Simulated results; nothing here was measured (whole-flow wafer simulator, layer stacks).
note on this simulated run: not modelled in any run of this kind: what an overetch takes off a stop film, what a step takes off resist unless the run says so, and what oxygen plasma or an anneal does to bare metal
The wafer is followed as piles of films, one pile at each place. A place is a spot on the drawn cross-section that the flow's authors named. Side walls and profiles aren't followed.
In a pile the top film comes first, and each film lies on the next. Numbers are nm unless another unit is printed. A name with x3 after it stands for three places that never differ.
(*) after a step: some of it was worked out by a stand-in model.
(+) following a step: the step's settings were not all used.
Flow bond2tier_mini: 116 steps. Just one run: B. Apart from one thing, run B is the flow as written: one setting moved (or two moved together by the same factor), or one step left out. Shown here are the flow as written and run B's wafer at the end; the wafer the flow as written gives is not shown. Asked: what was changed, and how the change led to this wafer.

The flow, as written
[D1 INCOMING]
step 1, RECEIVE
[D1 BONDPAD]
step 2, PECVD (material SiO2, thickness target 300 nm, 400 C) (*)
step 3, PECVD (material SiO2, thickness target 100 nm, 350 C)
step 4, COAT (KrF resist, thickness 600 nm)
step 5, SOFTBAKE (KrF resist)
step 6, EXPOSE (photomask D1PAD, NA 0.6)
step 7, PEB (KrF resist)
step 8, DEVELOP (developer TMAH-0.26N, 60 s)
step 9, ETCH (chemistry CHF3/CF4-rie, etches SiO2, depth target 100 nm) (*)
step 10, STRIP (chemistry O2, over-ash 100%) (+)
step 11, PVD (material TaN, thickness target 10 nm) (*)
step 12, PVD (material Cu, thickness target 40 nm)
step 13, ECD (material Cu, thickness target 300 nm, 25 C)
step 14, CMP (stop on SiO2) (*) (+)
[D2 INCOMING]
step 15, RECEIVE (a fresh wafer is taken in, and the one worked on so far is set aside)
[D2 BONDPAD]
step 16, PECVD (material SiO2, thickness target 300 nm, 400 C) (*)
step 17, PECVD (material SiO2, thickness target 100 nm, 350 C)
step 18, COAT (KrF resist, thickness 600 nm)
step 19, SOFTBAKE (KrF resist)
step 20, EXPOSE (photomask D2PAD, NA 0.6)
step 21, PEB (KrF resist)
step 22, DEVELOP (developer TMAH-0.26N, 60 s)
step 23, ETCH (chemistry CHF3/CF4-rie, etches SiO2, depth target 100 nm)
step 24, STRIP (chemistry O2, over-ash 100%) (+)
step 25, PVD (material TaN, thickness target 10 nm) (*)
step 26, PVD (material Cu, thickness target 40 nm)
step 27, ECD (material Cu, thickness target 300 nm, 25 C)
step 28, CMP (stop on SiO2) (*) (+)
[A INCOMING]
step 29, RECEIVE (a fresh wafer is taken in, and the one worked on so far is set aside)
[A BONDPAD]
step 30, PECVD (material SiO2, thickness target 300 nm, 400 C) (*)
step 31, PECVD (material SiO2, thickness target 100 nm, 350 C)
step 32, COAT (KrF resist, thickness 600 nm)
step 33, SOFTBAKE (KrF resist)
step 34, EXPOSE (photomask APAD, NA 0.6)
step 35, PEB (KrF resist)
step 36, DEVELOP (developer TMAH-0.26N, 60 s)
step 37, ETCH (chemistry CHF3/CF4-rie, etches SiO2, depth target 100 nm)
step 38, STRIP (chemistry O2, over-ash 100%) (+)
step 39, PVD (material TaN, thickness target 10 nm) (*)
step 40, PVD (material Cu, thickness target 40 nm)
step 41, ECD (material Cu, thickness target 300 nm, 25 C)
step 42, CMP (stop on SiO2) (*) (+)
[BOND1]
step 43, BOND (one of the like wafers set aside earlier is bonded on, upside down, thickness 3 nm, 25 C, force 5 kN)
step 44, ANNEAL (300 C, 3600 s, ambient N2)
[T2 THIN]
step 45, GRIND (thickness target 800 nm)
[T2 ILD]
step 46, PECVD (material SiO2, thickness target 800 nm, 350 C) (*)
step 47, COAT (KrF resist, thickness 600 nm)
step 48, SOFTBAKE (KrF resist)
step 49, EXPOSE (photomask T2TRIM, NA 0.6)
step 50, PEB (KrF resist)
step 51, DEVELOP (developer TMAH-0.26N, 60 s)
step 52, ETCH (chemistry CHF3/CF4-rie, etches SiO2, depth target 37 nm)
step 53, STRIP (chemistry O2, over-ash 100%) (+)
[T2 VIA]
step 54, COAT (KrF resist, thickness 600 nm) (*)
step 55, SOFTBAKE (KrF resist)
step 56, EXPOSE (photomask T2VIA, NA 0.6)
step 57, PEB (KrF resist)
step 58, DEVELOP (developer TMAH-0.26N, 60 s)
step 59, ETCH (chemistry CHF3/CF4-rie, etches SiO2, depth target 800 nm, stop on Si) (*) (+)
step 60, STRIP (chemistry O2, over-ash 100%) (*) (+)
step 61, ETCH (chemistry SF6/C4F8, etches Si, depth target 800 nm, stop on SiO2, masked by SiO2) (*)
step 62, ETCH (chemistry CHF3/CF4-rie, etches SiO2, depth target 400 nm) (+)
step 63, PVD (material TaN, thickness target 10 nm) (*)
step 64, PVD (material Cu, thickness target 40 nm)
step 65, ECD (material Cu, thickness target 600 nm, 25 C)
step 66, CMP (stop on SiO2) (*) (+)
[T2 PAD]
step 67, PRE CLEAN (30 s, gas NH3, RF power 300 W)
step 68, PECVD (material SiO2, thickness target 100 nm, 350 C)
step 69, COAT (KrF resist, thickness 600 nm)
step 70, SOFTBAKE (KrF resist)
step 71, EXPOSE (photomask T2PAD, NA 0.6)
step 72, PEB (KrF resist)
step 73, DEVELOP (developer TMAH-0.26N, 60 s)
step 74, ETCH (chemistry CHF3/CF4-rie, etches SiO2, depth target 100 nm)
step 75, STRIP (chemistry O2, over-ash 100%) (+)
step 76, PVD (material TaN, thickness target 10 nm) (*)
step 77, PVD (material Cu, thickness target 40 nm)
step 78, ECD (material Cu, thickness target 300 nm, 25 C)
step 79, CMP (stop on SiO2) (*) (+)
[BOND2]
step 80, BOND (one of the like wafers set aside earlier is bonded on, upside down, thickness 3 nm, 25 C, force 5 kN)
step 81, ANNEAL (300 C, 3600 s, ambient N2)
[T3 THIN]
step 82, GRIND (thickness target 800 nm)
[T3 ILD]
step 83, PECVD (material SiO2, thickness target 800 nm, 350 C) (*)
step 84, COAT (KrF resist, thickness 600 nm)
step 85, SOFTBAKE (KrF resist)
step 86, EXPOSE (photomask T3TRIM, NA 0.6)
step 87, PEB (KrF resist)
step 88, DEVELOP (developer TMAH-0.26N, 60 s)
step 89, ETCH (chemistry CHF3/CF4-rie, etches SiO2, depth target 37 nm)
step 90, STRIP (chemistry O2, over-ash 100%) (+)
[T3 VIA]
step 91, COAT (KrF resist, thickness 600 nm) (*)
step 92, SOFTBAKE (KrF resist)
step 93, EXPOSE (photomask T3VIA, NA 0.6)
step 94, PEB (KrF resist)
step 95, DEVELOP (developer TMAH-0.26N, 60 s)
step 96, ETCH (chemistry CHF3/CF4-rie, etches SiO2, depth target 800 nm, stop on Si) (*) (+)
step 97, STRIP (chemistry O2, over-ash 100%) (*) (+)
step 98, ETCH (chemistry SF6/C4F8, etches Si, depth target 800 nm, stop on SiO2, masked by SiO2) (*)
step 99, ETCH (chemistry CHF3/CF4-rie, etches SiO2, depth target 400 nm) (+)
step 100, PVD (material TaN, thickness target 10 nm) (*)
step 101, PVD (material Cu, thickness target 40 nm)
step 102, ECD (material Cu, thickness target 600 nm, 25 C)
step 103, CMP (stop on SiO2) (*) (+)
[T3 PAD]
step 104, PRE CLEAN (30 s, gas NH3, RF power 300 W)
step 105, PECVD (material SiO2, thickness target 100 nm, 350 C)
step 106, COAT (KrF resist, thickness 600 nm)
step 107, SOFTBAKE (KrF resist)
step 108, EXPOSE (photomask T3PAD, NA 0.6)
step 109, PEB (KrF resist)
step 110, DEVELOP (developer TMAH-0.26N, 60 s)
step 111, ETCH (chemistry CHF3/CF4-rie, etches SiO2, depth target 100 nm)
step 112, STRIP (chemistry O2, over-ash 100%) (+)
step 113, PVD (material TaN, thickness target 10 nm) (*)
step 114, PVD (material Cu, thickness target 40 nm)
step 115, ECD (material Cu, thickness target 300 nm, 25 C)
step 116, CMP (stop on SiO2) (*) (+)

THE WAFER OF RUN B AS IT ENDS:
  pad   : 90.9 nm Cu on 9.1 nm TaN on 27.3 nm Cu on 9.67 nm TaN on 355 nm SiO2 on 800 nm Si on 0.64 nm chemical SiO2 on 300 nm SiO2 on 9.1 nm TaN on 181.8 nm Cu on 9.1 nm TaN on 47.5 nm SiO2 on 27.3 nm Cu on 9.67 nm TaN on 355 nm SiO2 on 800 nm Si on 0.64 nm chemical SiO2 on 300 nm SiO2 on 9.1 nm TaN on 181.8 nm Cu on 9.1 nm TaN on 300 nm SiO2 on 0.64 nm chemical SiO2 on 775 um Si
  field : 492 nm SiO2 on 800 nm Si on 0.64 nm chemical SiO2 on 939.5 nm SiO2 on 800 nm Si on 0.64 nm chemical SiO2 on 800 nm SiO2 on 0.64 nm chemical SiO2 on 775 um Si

What caused this: step 68, PECVD: thickness target 147.5 nm was run, while the flow as written has thickness target 100 nm.

How this came from the change, step by step:
  step 68, PECVD (material SiO2, thickness target 100 nm, 350 C)
      field: +147.5 SiO2 (as written it would have been: +100 SiO2)
      pad: +147.5 SiO2 (new film) (as written it would have been: +100 SiO2 (new film))
  step 74, ETCH (chemistry CHF3/CF4-rie, etches SiO2, depth target 100 nm)
      pad: -100 SiO2 (as written it would have been: -100 SiO2 (all of it))
If metal films that touch count as one body, pad has 4 bodies (between them, from the top down: SiO2 355 / Si 800 / chemical SiO2 0.64 / SiO2 300; SiO2 47.5; SiO2 355 / Si 800 / chemical SiO2 0.64 / SiO2 300); the flow as written gives 3 bodies (between them, from the top down: SiO2 355 / Si 800 / chemical SiO2 0.64 / SiO2 300; SiO2 355 / Si 800 / chemical SiO2 0.64 / SiO2 300).
